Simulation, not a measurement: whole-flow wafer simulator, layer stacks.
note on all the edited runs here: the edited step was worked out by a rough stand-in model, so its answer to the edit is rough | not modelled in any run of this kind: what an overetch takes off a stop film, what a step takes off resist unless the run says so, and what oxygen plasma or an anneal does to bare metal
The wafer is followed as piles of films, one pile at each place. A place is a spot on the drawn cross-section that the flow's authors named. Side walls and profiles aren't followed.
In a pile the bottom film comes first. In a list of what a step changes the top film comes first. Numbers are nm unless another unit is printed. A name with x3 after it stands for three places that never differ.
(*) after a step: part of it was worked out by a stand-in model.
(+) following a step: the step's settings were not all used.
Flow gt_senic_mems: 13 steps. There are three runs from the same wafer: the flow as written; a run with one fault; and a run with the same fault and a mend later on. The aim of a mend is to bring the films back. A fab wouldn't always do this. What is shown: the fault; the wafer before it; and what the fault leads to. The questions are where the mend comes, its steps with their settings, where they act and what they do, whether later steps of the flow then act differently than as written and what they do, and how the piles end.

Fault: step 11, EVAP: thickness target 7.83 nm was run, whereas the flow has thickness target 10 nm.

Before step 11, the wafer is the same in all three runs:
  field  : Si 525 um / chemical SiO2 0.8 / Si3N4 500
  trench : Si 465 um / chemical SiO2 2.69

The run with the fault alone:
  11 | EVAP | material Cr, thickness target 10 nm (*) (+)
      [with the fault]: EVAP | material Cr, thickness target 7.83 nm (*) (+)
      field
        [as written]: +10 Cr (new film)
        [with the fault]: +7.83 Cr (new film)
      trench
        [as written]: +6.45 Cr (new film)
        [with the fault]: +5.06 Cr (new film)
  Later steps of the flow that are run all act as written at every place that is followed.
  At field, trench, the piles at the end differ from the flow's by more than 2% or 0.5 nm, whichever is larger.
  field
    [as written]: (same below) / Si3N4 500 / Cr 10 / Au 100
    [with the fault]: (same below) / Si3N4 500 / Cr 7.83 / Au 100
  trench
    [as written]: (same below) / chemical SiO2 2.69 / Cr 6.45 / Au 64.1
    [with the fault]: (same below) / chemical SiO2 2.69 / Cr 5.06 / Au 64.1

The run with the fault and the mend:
  The mend follows step 11.
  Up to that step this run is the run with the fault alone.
  11a | EVAP | material Cr, thickness target 2.17 nm (*) (a further turn of the flow's step 11, with different settings)
      field
        +2.17 Cr
      trench
        +1.4 Cr
  Later steps of the flow that are run all act as written at every place that is followed.
  When the end is reached, the piles differ only a little from the flow's at the places that both follow, at most by 2% or 0.5 nm, whichever is larger.
